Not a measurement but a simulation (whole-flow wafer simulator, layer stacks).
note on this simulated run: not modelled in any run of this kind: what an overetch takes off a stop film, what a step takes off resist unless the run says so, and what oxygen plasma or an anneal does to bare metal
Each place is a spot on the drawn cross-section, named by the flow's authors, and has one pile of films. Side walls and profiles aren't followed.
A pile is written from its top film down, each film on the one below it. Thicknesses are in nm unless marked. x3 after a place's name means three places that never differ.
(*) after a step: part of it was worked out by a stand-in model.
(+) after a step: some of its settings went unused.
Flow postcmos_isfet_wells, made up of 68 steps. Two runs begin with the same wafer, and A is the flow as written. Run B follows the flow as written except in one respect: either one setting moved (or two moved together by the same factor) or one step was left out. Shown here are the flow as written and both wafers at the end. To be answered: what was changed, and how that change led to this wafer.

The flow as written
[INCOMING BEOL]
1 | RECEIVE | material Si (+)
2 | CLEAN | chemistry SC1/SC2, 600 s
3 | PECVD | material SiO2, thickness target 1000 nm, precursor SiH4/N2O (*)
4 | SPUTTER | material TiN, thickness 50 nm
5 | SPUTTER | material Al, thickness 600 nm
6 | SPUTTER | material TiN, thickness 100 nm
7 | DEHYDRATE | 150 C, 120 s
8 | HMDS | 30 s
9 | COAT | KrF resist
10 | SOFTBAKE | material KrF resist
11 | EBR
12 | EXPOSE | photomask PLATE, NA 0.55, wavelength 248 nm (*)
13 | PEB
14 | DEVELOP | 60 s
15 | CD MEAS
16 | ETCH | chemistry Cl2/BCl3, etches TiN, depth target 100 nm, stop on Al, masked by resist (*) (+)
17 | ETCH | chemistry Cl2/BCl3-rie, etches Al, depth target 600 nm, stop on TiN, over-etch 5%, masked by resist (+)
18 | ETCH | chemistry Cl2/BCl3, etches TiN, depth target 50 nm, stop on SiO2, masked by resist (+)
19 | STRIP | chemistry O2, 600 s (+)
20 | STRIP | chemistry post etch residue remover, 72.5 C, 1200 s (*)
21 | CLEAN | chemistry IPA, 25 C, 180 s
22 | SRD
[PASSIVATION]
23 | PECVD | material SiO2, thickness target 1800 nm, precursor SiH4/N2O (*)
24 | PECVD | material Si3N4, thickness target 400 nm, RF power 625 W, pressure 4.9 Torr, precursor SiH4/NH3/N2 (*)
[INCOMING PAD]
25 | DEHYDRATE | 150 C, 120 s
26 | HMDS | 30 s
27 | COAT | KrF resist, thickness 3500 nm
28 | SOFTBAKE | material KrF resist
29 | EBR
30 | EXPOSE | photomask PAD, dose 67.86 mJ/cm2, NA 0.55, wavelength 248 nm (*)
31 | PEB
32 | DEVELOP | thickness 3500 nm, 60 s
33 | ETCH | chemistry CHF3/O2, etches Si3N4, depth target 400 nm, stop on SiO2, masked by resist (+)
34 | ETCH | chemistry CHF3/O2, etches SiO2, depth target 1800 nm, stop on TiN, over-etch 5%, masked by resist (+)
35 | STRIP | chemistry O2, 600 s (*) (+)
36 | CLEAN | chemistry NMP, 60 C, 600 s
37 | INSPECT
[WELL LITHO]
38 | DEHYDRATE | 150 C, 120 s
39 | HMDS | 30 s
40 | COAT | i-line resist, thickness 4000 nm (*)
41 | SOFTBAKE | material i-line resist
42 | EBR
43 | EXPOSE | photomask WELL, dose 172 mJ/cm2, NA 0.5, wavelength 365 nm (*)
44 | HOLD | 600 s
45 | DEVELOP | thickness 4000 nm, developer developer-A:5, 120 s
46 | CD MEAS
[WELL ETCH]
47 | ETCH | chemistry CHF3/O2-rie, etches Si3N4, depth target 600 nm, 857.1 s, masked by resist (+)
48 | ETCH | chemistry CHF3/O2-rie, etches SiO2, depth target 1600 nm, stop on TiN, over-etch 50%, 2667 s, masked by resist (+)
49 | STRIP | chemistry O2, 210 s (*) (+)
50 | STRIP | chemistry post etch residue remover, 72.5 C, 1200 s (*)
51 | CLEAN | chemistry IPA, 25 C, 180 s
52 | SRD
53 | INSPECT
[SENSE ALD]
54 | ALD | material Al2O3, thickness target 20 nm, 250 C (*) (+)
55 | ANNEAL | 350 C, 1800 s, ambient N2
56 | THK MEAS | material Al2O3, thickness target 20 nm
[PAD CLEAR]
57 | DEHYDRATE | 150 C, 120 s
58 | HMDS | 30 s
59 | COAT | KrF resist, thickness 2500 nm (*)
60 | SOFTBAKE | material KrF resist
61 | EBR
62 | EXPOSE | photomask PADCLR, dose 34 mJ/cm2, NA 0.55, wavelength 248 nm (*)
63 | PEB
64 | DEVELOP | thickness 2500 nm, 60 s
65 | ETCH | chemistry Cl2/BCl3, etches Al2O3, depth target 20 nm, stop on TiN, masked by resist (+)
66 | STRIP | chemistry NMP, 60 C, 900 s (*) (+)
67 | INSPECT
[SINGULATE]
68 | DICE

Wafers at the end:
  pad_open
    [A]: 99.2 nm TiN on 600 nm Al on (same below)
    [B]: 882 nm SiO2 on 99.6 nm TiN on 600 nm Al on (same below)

Cause: step 34, ETCH: depth target 918 nm was run, while the flow as written has depth target 1800 nm.

The path from the change to this, step by step:
  34 | ETCH | chemistry CHF3/O2, etches SiO2, depth target 1800 nm, stop on TiN, over-etch 5%, masked by resist (+)
      pad_open: A SiO2 loses 1800 (all of it) | B SiO2 loses 918
      field, margin, well900, well1300 x3, pad_rim, pad_clr: A KrF resist loses 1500 | B KrF resist loses 765
  35 | STRIP | chemistry O2, 600 s (*) (+)
      field, margin, well900, well1300 x3, pad_rim, pad_clr: A KrF resist loses 1613.3 (all of it) | B KrF resist loses 2348.3 (all of it)
  40 | COAT | i-line resist, thickness 4000 nm (*)
      pad_clr: A i-line resist gains 3256.8 (new film) | B i-line resist gains 3539.4 (new film)
      pad_open: A i-line resist gains 4804.7 (new film) | B i-line resist gains 4486.2 (new film)
  41 | SOFTBAKE | material i-line resist
      pad_clr: A i-line resist loses 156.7 | B i-line resist loses 76
      pad_open: A i-line resist gains 115.3 | B i-line resist gains 73.1
  49 | STRIP | chemistry O2, 210 s (*) (+)
      pad_clr: A i-line resist loses 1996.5 (all of it) | B i-line resist loses 2359.7 (all of it)
      pad_open: A i-line resist loses 3816.3 (all of it) | B i-line resist loses 3455.7 (all of it)
  59 | COAT | KrF resist, thickness 2500 nm (*)
      pad_rim: A KrF resist gains 1976.4 (new film) | B KrF resist gains 2181.1 (new film)
      pad_clr: A KrF resist gains 1691.6 (new film) | B KrF resist gains 1997 (new film)
      (also at 1 further place)
  60 | SOFTBAKE | material KrF resist
      pad_clr: A KrF resist loses 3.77 | B KrF resist loses 2.46
  63 | PEB
      pad_rim: A KrF resist loses 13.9 | B KrF resist loses 15.4
      pad_clr: A KrF resist loses 11.8 | B KrF resist loses 14
      (also at 1 further place)
  64 | DEVELOP | thickness 2500 nm, 60 s
      pad_clr: A KrF resist loses 1676 (all of it) | B KrF resist loses 1980.6 (all of it)
      pad_open: A KrF resist loses 3045.1 (all of it) | B KrF resist loses 2821.2 (all of it)
  66 | STRIP | chemistry NMP, 60 C, 900 s (*) (+)
      pad_rim: A KrF resist loses 1923.7 (all of it) | B KrF resist loses 2126.6 (all of it)
